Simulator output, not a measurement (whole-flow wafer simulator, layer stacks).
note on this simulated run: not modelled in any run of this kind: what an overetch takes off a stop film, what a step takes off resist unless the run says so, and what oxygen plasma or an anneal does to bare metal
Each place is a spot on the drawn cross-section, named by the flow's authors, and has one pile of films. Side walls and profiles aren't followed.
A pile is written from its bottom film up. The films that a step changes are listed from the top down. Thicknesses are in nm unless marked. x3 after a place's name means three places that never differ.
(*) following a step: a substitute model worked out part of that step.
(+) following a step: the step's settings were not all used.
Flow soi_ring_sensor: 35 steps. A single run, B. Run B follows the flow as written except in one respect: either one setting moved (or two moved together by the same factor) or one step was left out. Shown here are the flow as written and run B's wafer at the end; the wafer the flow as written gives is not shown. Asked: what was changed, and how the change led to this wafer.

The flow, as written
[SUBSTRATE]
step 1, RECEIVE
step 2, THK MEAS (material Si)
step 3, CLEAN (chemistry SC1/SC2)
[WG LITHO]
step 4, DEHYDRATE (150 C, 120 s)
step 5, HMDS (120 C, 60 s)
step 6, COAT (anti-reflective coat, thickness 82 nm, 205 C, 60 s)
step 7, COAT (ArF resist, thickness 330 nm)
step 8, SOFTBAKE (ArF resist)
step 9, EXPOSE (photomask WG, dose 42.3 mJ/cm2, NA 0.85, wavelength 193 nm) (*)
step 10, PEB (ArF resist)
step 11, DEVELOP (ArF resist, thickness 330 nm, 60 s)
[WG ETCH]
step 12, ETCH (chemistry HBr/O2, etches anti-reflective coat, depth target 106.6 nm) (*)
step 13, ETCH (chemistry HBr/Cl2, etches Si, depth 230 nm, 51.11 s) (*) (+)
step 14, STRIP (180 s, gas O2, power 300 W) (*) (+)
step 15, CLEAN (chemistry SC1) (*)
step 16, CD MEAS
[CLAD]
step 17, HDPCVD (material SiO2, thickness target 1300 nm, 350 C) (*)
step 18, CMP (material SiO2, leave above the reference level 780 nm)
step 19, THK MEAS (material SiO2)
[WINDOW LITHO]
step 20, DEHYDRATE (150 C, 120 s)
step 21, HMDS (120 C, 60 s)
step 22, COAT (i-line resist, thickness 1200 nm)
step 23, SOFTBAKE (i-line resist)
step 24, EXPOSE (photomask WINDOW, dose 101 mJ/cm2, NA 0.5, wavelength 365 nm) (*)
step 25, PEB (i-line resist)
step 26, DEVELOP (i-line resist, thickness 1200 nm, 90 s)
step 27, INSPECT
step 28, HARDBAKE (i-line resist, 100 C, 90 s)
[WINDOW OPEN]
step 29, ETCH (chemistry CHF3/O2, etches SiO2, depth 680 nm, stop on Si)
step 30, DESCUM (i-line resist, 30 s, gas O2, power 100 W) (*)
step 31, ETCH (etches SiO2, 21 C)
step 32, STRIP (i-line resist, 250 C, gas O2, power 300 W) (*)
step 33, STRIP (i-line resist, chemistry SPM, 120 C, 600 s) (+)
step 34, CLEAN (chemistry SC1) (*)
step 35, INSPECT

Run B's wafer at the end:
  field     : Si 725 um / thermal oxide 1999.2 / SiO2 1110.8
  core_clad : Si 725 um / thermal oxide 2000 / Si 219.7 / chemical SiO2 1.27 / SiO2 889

Cause: step 18, CMP: leave above the reference level 889 nm was run, while the flow as written has leave above the reference level 780 nm.
The wafer itself shows it: core_clad has SiO2 889, and step 18 as written asks for 780 nm.

Step by step, how the change led to this:
  step 18, CMP (material SiO2, leave above the reference level 780 nm)
      gap, window, field, gap_clad: -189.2 SiO2 (it would be, as written: -298.2 SiO2)
      core, core_clad: -411 SiO2 (it would be, as written: -520 SiO2)
  step 31, ETCH (etches SiO2, 21 C)
      core: -209 SiO2 (all of it), -1.27 chemical SiO2 (all of it) (it would be, as written: -100 SiO2 (all of it), -1.27 chemical SiO2 (all of it))
